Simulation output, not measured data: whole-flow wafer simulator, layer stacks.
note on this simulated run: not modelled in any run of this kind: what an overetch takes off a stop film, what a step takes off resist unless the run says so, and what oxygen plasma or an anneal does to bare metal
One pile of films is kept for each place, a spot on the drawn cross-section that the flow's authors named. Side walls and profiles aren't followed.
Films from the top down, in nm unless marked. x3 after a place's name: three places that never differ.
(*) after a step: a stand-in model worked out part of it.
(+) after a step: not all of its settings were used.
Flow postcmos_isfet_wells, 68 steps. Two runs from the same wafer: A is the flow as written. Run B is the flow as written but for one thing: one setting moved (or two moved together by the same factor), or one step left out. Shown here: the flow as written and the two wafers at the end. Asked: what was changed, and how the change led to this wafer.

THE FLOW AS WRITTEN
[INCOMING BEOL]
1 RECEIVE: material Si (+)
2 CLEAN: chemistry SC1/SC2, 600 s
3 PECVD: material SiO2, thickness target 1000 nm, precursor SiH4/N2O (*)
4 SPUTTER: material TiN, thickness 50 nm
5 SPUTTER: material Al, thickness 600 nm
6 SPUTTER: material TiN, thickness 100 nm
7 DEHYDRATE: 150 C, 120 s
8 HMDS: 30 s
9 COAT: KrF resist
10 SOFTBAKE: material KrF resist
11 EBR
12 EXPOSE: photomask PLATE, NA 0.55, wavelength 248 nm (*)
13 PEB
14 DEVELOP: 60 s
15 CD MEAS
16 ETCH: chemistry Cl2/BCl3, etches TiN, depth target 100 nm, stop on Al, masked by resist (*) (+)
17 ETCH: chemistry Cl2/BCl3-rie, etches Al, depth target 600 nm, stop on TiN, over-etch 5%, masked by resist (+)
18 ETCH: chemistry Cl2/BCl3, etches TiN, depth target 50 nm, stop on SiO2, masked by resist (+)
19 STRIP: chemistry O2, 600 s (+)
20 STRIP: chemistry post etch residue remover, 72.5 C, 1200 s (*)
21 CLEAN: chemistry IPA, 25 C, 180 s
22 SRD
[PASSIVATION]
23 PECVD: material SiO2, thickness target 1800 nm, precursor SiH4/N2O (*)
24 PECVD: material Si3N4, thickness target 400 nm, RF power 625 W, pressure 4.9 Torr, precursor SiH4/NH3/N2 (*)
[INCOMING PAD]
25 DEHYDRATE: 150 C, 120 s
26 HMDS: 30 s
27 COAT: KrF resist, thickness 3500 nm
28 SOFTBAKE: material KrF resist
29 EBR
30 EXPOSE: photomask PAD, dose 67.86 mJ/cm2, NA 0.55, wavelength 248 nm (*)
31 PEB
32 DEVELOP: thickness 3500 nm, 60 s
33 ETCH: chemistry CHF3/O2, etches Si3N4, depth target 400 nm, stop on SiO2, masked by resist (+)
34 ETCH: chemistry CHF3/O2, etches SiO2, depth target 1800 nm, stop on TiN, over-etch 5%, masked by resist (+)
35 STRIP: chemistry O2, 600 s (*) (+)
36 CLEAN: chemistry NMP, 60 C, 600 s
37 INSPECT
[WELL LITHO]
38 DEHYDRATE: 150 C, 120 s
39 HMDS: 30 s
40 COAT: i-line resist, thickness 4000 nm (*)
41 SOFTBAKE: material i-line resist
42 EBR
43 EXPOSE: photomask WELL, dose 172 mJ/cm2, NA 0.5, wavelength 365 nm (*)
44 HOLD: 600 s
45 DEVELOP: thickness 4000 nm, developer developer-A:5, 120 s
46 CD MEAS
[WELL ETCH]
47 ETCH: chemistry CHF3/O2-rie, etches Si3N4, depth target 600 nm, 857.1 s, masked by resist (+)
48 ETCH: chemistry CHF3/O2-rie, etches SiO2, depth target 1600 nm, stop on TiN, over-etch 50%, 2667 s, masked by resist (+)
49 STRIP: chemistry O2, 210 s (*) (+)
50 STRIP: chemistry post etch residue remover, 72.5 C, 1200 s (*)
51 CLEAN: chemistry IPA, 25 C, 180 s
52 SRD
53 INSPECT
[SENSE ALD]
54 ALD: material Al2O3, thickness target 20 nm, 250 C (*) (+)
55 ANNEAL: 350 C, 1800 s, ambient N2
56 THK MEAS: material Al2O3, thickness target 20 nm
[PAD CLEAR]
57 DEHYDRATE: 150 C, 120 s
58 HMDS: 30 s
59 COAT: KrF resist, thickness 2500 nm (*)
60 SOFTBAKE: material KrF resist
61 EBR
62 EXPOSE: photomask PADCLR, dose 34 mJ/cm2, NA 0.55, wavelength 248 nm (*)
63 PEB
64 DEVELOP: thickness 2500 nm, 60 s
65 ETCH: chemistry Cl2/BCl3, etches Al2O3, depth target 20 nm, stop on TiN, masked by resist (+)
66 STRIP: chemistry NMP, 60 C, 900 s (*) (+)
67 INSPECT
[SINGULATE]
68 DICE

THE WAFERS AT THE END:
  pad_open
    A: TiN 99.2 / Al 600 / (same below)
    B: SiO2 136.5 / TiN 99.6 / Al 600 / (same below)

The cause: step 33, ETCH: depth target 270 nm was run, where the flow has depth target 400 nm.

How the change led to this, step by step:
  33 ETCH: chemistry CHF3/O2, etches Si3N4, depth target 400 nm, stop on SiO2, masked by resist (+)
      pad_open: A Si3N4 -400 (all of it) | B Si3N4 -270
      field, margin, well900, well1300 x3, pad_rim, pad_clr: A KrF resist -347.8 | B KrF resist -234.8
  34 ETCH: chemistry CHF3/O2, etches SiO2, depth target 1800 nm, stop on TiN, over-etch 5%, masked by resist (+)
      pad_open: A SiO2 -1800 (all of it) | B Si3N4 -130 (all of it), SiO2 -1663.5
  35 STRIP: chemistry O2, 600 s (*) (+)
      field, margin, well900, well1300 x3, pad_rim, pad_clr: A KrF resist -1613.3 (all of it) | B KrF resist -1726.4 (all of it)
  41 SOFTBAKE: material i-line resist
      pad_clr: A i-line resist -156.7 | B i-line resist -143.1
      pad_open: A i-line resist +115.3 | B i-line resist +109.3
  49 STRIP: chemistry O2, 210 s (*) (+)
      pad_clr: A i-line resist -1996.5 (all of it) | B i-line resist -2052.7 (all of it)
  59 COAT: KrF resist, thickness 2500 nm (*)
      pad_clr: A KrF resist +1691.6 (new film) | B KrF resist +1737.4 (new film)
  64 DEVELOP: thickness 2500 nm, 60 s
      pad_clr: A KrF resist -1676 (all of it) | B KrF resist -1721.7 (all of it)
